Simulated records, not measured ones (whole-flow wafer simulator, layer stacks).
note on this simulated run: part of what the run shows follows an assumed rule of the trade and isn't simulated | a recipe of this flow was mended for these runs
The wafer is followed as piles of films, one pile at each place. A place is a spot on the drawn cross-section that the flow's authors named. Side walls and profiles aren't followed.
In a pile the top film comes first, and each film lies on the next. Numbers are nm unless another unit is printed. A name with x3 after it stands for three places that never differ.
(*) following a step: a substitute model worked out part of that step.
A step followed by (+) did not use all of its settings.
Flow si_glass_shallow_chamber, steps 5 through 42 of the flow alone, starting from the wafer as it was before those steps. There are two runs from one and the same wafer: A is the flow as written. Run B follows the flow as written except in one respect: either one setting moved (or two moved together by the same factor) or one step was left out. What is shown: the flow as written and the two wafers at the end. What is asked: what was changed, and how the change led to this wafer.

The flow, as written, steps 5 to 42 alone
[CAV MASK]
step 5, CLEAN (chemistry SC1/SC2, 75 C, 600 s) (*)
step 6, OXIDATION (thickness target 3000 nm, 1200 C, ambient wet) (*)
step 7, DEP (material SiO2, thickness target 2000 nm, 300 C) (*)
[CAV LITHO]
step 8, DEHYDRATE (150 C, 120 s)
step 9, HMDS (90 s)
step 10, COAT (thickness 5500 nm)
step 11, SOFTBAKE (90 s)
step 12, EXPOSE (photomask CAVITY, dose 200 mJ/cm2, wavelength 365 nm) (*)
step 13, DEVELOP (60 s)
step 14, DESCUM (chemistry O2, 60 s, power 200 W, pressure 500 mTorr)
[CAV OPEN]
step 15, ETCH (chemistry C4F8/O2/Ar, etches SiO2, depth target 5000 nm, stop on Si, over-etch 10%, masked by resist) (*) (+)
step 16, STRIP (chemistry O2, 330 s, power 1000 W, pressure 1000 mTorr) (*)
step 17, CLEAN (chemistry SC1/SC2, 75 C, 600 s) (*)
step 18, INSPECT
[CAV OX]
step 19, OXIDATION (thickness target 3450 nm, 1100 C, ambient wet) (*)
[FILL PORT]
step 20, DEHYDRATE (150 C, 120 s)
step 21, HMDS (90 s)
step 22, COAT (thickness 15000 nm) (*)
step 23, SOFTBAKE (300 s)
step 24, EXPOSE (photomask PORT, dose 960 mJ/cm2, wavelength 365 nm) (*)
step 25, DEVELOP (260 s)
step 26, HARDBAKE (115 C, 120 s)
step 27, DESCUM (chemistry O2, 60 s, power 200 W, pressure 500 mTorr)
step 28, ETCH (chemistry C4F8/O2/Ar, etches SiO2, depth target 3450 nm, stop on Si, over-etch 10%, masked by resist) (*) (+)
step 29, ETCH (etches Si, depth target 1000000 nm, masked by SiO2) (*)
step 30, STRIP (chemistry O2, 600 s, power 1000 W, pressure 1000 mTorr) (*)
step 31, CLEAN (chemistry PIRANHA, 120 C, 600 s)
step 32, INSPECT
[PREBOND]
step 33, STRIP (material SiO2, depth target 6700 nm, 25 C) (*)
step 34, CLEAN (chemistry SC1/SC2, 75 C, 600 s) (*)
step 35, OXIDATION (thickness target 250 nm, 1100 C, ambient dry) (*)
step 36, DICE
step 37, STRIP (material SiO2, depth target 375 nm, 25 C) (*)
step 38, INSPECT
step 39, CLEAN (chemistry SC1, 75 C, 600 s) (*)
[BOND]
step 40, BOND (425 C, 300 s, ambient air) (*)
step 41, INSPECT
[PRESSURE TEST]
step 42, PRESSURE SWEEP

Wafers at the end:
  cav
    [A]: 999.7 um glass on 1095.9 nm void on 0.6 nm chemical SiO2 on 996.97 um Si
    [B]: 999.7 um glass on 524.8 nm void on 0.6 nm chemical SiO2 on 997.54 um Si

Cause: step 15, ETCH: depth target 3200 nm was run, whereas the flow has depth target 5000 nm.

How this came from the change, step by step:
  step 15, ETCH (chemistry C4F8/O2/Ar, etches SiO2, depth target 5000 nm, stop on Si, over-etch 10%, masked by resist) (*) (+)
      cav, port: A -5000 SiO2 (all of it), -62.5 Si | B -3520 SiO2
      rim, ramp, septum, ring: A -1100 thick-i-line-resist | B -704 thick-i-line-resist
  step 16, STRIP (chemistry O2, 330 s, power 1000 W, pressure 1000 mTorr) (*)
      cav, port: A +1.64 chemical SiO2 (new film), -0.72 Si | B nothing
      rim, ramp, septum, ring: A -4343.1 thick-i-line-resist (all of it) | B -4739.1 thick-i-line-resist (all of it)
  step 17, CLEAN (chemistry SC1/SC2, 75 C, 600 s) (*)
      cav, port: A -1.04 chemical SiO2, -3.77 Si | B -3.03 SiO2
  step 19, OXIDATION (thickness target 3450 nm, 1100 C, ambient wet) (*)
      cav, port: A +3450 SiO2 (new film), -0.6 chemical SiO2 (all of it), -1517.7 Si | B +2303.6 SiO2, -1013.6 Si
  step 22, COAT (thickness 15000 nm) (*)
      rim: A +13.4 um thick-i-line-resist (new film) | B +13.77 um thick-i-line-resist (new film)
      ramp: A +12.89 um thick-i-line-resist (new film) | B +13.39 um thick-i-line-resist (new film)
      (as well as at 4 more places)
  step 23, SOFTBAKE (300 s)
      rim: A -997 thick-i-line-resist | B -745.8 thick-i-line-resist
      ramp: A -487.1 thick-i-line-resist | B -357 thick-i-line-resist
      (as well as at 4 more places)
  step 25, DEVELOP (260 s)
      port: A -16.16 um thick-i-line-resist (all of it) | B -15.88 um thick-i-line-resist (all of it)
  step 26, HARDBAKE (115 C, 120 s)
      rim, ramp: A -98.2 thick-i-line-resist | B -105.8 thick-i-line-resist
      cav: A -147.1 thick-i-line-resist | B -143.2 thick-i-line-resist
  step 28, ETCH (chemistry C4F8/O2/Ar, etches SiO2, depth target 3450 nm, stop on Si, over-etch 10%, masked by resist) (*) (+)
      port: A -3450 SiO2 (all of it), -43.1 Si | B -3780.6 SiO2 (all of it), -1.8 Si
  step 29, ETCH (etches Si, depth target 1000000 nm, masked by SiO2) (*)
      rim, ramp: A -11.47 um thick-i-line-resist (all of it), -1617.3 SiO2 | B -12.09 um thick-i-line-resist (all of it), -1288.5 SiO2
      port: A +997.05 um hole (new film), -997.05 um Si (all of it) | B +997.66 um hole (new film), -997.66 um Si (all of it)
      (as well as at 2 more places)
  step 30, STRIP (chemistry O2, 600 s, power 1000 W, pressure 1000 mTorr) (*)
      cav: A -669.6 thick-i-line-resist (all of it) | B -395.6 thick-i-line-resist (all of it)
  step 33, STRIP (material SiO2, depth target 6700 nm, 25 C) (*)
      rim, ramp: A -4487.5 SiO2 (all of it) | B -4816.3 SiO2 (all of it)
      cav: A -3450 SiO2 (all of it) | B -3780.6 SiO2 (all of it)
  step 40, BOND (425 C, 300 s, ambient air) (*)
      cav: A +999.7 um glass (new film), +1095.9 void (new film) | B +999.7 um glass (new film), +524.8 void (new film)
      port: A +999.7 um glass (new film), +1017.3 hole | B +999.7 um glass (new film), +404.8 hole
